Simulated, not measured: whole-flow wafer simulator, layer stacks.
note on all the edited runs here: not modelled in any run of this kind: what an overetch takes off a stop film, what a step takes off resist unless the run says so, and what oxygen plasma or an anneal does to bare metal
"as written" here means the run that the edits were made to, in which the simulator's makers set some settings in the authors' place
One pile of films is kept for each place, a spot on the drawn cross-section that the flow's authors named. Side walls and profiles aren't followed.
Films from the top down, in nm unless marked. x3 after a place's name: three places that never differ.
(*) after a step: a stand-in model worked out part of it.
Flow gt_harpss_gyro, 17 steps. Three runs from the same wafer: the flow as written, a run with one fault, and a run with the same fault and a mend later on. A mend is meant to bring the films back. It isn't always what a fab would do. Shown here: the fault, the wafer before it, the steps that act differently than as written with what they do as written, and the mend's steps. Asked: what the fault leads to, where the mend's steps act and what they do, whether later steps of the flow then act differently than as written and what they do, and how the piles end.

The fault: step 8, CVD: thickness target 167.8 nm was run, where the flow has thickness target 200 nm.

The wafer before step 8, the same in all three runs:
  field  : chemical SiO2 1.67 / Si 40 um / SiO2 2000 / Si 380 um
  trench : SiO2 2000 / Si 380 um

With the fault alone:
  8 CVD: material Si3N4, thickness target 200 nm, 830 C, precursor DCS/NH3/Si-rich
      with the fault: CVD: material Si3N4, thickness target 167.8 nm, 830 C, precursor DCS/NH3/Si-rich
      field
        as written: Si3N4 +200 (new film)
        with the fault: Si3N4 +167.8 (new film)
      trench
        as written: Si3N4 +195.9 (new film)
        with the fault: Si3N4 +164.5 (new film)
  Later steps of the flow that act differently than as written:
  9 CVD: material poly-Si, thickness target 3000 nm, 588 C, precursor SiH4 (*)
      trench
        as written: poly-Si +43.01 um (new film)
        with the fault: poly-Si +43 um (new film)
  At the end the piles differ from the flow's by more than 2% or 0.5 nm, whichever is larger, at field, trench.
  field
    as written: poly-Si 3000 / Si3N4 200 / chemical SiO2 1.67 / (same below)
    with the fault: poly-Si 3000 / Si3N4 167.8 / chemical SiO2 1.67 / (same below)
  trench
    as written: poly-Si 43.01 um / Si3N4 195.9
    with the fault: poly-Si 43 um / Si3N4 164.5

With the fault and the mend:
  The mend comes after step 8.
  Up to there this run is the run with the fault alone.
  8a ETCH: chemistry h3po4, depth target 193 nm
      field
        Si3N4 -167.8 (all of it)
      trench
        Si3N4 -164.5 (all of it)
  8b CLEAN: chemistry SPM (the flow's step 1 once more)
      changes no film at any place that is followed
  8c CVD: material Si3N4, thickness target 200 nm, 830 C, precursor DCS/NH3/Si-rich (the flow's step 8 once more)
      field
        Si3N4 +200 (new film)
      trench
        Si3N4 +195.9 (new film)
  No later step of the flow acts differently than as written at any place that is followed.
  At the end the piles are the same as the flow's at every place that both follow.
